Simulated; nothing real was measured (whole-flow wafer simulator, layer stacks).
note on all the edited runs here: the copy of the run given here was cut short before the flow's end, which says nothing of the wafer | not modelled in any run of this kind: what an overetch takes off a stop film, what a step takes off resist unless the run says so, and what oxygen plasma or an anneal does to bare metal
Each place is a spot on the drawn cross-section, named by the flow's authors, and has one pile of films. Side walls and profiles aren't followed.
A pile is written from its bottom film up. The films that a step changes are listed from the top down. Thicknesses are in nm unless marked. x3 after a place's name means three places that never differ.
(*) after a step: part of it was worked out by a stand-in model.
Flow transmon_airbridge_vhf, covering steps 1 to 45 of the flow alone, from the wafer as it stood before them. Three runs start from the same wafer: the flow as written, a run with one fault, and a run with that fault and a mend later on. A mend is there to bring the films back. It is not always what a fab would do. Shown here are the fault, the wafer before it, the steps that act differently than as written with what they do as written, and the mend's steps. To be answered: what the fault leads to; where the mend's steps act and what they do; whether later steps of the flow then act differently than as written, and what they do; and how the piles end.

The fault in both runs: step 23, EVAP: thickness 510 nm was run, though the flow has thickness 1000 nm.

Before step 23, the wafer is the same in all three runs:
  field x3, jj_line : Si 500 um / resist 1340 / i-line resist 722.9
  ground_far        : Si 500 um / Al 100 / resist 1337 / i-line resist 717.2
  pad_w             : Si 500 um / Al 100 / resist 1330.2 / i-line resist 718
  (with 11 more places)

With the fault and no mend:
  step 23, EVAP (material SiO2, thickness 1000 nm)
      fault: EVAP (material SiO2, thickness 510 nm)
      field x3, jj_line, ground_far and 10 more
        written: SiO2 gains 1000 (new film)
        fault: SiO2 gains 510 (new film)
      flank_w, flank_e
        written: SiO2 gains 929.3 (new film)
        fault: SiO2 gains 474 (new film)
  Steps later in the flow that act otherwise than as written (2 other steps are not shown; they differ only slightly, by no more than 2% or 0.5 nm, whichever is larger):
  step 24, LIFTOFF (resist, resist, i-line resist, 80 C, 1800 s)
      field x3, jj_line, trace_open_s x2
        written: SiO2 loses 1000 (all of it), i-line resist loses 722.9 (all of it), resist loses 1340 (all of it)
        fault: SiO2 loses 510 (all of it), i-line resist loses 722.9 (all of it), resist loses 1340 (all of it)
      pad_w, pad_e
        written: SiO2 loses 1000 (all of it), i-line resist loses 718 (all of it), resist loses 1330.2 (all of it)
        fault: SiO2 loses 510 (all of it), i-line resist loses 718 (all of it), resist loses 1330.2 (all of it)
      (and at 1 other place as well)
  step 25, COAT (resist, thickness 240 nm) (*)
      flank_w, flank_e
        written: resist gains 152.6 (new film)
        fault: resist gains 170.4 (new film)
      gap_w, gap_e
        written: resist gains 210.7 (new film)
        fault: resist gains 231.4 (new film)
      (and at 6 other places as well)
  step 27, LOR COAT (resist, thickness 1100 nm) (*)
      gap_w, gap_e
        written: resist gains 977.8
        fault: resist gains 1047.4
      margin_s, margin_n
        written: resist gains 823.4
        fault: resist gains 948.9
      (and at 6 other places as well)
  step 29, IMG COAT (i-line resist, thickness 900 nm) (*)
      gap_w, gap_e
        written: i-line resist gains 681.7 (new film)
        fault: i-line resist gains 802 (new film)
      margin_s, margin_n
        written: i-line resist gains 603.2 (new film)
        fault: i-line resist gains 756.7 (new film)
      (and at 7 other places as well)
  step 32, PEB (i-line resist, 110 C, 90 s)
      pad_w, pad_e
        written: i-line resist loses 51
        fault: i-line resist loses 48.5
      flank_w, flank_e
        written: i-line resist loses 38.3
        fault: i-line resist loses 43.1
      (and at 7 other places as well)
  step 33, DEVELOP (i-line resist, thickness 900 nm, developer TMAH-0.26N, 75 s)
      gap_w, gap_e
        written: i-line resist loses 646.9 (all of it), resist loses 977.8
        fault: i-line resist loses 760.9 (all of it), resist loses 1047.4
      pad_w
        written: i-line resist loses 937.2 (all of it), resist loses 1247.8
        fault: i-line resist loses 894.4 (all of it), resist loses 1170.6
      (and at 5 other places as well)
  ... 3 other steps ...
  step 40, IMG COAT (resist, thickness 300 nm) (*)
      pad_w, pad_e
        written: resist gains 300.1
        fault: resist gains 287.2
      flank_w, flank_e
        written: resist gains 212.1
        fault: resist gains 225.2
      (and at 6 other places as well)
  At pad_w, flank_w, gap_w and 7 more, the piles at the end differ from the flow's by more than 2% or 0.5 nm, whichever is larger.
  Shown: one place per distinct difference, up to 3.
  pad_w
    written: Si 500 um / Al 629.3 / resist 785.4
    fault: Si 500 um / Al 629.8 / resist 744.8
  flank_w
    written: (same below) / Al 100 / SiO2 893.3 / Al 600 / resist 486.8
    fault: (same below) / Al 100 / SiO2 438 / Al 600 / resist 558.1
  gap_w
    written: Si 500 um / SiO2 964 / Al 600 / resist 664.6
    fault: Si 500 um / SiO2 474 / Al 600 / resist 707.1

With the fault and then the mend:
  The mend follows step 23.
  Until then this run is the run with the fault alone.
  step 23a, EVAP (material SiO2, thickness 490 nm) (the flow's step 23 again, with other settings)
      field x3, jj_line, ground_far and 10 more
        SiO2 gains 490
      flank_w, flank_e
        SiO2 gains 455.9
  Later steps of the flow that are run all act as written at every place that is followed, up to a difference of at most 2% or 0.5 nm, whichever is larger.
  When the end is reached, the piles differ only a little from the flow's at the places that both follow, at most by 2% or 0.5 nm, whichever is larger.
